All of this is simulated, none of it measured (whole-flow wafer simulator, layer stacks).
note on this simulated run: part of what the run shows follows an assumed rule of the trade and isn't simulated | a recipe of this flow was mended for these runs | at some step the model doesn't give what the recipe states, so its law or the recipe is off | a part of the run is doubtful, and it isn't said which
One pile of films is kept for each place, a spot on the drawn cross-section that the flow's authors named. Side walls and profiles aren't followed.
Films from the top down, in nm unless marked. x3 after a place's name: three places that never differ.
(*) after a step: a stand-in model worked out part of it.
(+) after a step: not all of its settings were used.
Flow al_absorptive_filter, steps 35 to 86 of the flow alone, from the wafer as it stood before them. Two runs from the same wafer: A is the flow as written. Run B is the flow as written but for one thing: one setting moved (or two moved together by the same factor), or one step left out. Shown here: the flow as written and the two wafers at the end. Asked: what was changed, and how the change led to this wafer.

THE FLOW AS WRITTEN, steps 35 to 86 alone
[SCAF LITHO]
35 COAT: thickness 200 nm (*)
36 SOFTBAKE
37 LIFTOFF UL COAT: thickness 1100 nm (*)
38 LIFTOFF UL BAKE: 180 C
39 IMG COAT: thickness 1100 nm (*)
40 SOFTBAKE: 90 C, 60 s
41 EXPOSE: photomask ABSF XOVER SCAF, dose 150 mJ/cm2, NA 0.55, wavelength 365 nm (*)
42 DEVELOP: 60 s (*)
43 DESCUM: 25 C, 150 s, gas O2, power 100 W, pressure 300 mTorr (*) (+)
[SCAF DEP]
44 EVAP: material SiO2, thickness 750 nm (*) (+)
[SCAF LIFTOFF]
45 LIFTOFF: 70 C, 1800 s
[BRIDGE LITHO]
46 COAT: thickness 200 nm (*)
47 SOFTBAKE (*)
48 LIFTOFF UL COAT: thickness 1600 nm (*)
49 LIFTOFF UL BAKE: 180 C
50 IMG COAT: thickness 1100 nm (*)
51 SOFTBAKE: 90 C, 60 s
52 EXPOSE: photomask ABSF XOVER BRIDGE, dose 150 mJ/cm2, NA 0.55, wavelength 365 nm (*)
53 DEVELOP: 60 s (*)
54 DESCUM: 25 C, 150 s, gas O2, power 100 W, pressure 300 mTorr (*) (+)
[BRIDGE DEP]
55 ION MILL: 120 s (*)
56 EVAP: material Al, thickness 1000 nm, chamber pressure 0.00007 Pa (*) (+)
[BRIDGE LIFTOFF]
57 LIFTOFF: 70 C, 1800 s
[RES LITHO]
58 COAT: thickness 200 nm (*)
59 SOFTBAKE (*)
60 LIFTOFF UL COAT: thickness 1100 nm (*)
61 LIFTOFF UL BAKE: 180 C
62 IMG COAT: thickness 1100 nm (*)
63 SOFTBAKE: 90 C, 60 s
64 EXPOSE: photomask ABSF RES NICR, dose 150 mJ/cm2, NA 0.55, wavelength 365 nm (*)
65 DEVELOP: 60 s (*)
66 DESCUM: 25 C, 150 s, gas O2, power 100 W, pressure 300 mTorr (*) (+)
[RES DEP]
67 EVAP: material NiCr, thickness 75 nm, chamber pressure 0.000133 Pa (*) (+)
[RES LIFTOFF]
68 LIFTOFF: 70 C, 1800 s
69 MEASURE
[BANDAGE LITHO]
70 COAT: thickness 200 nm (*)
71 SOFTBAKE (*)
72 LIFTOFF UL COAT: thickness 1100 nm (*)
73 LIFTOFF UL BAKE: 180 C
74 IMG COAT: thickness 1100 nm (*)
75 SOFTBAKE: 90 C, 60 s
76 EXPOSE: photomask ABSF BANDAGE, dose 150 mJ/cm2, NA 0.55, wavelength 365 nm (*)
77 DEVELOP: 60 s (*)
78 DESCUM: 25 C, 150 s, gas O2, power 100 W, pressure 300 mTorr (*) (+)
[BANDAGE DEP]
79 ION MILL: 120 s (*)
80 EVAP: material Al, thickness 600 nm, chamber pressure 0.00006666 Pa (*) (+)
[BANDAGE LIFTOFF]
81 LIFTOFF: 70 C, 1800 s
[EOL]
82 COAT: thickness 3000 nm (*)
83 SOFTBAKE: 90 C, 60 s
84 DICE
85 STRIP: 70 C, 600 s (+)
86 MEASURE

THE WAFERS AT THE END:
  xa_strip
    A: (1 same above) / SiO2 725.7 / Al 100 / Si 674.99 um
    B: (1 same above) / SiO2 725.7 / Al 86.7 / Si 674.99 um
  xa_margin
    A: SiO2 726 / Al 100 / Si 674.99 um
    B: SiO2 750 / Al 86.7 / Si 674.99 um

The cause: step 37, LIFTOFF UL COAT: thickness 1100 nm (*), was left out.

How the change led to this, step by step:
  39 IMG COAT: thickness 1100 nm (*)
      res: A i-line-resist +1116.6 (new film) | B i-line-resist +1156.3 (new film)
  40 SOFTBAKE: 90 C, 60 s
      res: A i-line-resist +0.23 | B i-line-resist +0.91
  42 DEVELOP: 60 s (*)
      xa_margin, xa_strip: A i-line-resist -1100 (all of it), lift-off-underlayer -1100 (all of it) | B i-line-resist -1100 (all of it), acrylic-e-beam-resist -200 (all of it), Al -13.3
      xl_gap: A i-line-resist -1103 (all of it), lift-off-underlayer -1122.2 (all of it) | B i-line-resist -1125 (all of it), acrylic-e-beam-resist -265.9 (all of it)
      (and at 1 more place)
  43 DESCUM: 25 C, 150 s, gas O2, power 100 W, pressure 300 mTorr (*) (+)
      xa_margin, xa_strip: A acrylic-e-beam-resist -200 (all of it) | B nothing
      xl_gap: A acrylic-e-beam-resist -265.9 (all of it) | B nothing
      (and at 11 more places)
  44 EVAP: material SiO2, thickness 750 nm (*) (+)
      xa_margin: A SiO2 +726 (new film) | B SiO2 +750 (new film)
  45 LIFTOFF: 70 C, 1800 s
      gnd, xa_field, xl_land, idc_field: A SiO2 -750 (all of it), i-line-resist -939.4 (all of it), lift-off-underlayer -1100 (all of it), acrylic-e-beam-resist -200 (all of it) | B SiO2 -750 (all of it), i-line-resist -924.8 (all of it), acrylic-e-beam-resist -200 (all of it)
      pad_far: A SiO2 -750 (all of it), i-line-resist -937 (all of it), lift-off-underlayer -1092.7 (all of it), acrylic-e-beam-resist -198.5 (all of it) | B SiO2 -750 (all of it), i-line-resist -915.8 (all of it), acrylic-e-beam-resist -198.5 (all of it)
      (and at 5 more places)
  46 COAT: thickness 200 nm (*)
      xa_margin: A acrylic-e-beam-resist +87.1 (new film) | B acrylic-e-beam-resist +80.1 (new film)
      xa_strip: A acrylic-e-beam-resist +156.7 (new film) | B acrylic-e-beam-resist +161.6 (new film)
      (and at 2 more places)
  54 DESCUM: 25 C, 150 s, gas O2, power 100 W, pressure 300 mTorr (*) (+)
      xa_strip: A acrylic-e-beam-resist -156.7 (all of it) | B acrylic-e-beam-resist -161.6 (all of it)
      xl_gap: A acrylic-e-beam-resist -97.9 (all of it) | B acrylic-e-beam-resist -93.7 (all of it)
      (and at 1 more place)
  57 LIFTOFF: 70 C, 1800 s
      xa_margin: A Al -1000 (all of it), i-line-resist -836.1 (all of it), lift-off-underlayer -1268 (all of it), acrylic-e-beam-resist -87.1 (all of it) | B Al -1000 (all of it), i-line-resist -836.9 (all of it), lift-off-underlayer -1262.7 (all of it), acrylic-e-beam-resist -80.1 (all of it)
  58 COAT: thickness 200 nm (*)
      xa_margin: A acrylic-e-beam-resist +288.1 (new film) | B acrylic-e-beam-resist +257.4 (new film)
  60 LIFTOFF UL COAT: thickness 1100 nm (*)
      xa_strip: A lift-off-underlayer +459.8 (new film) | B lift-off-underlayer +470 (new film)
  62 IMG COAT: thickness 1100 nm (*)
      xa_margin: A i-line-resist +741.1 (new film) | B i-line-resist +756.6 (new film)
  68 LIFTOFF: 70 C, 1800 s
      xa_margin: A NiCr -75 (all of it), i-line-resist -598.1 (all of it), lift-off-underlayer -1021 (all of it), acrylic-e-beam-resist -288.1 (all of it) | B NiCr -75 (all of it), i-line-resist -613.6 (all of it), lift-off-underlayer -1022.5 (all of it), acrylic-e-beam-resist -257.4 (all of it)
      xa_strip: A NiCr -75 (all of it), i-line-resist -433.3 (all of it), lift-off-underlayer -459.8 (all of it), acrylic-e-beam-resist -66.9 (all of it) | B NiCr -75 (all of it), i-line-resist -432.8 (all of it), lift-off-underlayer -470 (all of it), acrylic-e-beam-resist -67.6 (all of it)
  70 COAT: thickness 200 nm (*)
      xa_margin: A acrylic-e-beam-resist +288.1 (new film) | B acrylic-e-beam-resist +257.4 (new film)
      xl_gap: A acrylic-e-beam-resist +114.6 (new film) | B acrylic-e-beam-resist +111 (new film)
  72 LIFTOFF UL COAT: thickness 1100 nm (*)
      xa_strip: A lift-off-underlayer +459.8 (new film) | B lift-off-underlayer +470 (new film)
  74 IMG COAT: thickness 1100 nm (*)
      xa_margin: A i-line-resist +741.1 (new film) | B i-line-resist +756.6 (new film)
  ... 1 more step ...
  83 SOFTBAKE: 90 C, 60 s
      xa_margin: A i-line-resist -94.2 | B i-line-resist -91.9
